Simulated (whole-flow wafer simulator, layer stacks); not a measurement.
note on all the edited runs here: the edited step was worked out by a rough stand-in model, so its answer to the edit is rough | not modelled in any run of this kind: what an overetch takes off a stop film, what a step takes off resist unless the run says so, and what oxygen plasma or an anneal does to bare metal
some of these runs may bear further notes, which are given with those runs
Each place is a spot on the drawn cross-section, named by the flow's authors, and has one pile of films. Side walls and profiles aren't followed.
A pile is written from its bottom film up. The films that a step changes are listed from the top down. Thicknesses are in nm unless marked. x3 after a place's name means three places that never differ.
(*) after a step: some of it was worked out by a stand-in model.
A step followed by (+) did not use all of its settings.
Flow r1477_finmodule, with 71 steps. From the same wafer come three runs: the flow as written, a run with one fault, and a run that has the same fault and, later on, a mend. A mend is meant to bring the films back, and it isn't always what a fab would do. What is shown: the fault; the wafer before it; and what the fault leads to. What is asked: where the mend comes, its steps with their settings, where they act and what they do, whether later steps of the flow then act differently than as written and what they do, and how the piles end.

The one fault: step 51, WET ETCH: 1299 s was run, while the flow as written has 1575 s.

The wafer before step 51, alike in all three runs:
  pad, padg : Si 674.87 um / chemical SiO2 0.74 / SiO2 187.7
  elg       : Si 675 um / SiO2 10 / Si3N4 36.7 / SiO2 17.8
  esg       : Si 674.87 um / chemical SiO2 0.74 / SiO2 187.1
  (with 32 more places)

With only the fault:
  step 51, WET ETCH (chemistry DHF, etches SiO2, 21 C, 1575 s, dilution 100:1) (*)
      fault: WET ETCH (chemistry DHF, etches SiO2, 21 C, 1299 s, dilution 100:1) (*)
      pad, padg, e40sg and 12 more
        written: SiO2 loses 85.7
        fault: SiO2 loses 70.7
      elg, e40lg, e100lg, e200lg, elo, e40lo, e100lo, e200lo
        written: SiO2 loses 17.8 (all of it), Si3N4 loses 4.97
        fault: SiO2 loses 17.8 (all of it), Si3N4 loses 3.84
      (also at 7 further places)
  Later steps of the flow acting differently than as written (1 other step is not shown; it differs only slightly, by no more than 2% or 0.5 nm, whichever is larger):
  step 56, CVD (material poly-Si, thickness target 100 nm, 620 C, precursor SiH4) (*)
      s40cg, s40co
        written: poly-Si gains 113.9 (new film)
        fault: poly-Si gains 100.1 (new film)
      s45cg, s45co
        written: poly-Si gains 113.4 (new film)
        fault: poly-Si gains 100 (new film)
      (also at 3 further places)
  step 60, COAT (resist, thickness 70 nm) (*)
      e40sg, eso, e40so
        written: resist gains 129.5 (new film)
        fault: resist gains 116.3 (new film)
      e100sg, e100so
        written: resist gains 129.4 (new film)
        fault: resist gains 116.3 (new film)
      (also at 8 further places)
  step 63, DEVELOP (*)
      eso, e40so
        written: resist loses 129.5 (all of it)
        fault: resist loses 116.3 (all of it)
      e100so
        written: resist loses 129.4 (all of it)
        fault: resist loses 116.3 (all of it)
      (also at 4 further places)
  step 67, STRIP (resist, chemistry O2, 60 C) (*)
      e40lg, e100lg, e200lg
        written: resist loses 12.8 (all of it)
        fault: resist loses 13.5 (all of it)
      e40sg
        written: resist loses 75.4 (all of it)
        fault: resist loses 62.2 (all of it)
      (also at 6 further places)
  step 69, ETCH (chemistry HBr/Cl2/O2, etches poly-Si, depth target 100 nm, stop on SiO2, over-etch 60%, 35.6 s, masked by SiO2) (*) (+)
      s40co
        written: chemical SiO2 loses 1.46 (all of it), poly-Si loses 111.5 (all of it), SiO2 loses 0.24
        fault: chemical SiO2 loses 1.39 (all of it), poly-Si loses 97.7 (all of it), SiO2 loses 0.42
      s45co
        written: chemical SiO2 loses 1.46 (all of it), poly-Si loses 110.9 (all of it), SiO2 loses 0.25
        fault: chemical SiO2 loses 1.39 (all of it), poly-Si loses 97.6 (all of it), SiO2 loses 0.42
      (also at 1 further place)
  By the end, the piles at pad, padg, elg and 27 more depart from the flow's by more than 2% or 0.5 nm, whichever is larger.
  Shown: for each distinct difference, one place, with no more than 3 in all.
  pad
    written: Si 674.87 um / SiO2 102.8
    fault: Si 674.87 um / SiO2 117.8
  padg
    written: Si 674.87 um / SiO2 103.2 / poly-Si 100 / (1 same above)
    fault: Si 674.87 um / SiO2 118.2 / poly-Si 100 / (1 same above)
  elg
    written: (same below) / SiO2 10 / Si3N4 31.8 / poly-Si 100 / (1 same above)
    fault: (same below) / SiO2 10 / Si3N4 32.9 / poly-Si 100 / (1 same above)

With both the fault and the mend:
  The mend follows step 51.
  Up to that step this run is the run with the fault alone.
  step 51a, WET ETCH (chemistry DHF, etches SiO2, 21 C, 276 s, dilution 100:1) (*) (a further turn of the flow's step 51, with different settings)
      pad, padg, e40sg and 12 more
        SiO2 loses 15
      elg, e40lg, e100lg, e200lg, elo, e40lo, e100lo, e200lo
        Si3N4 loses 1.2
      esg, s40cg, s45cg, s50cg, s40co, s45co, s50co
        SiO2 loses 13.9
  Later steps of the flow that are run all act as written at every place that is followed, up to a difference of at most 2% or 0.5 nm, whichever is larger.
  When the end is reached, the piles differ only a little from the flow's at the places that both follow, at most by 2% or 0.5 nm, whichever is larger.
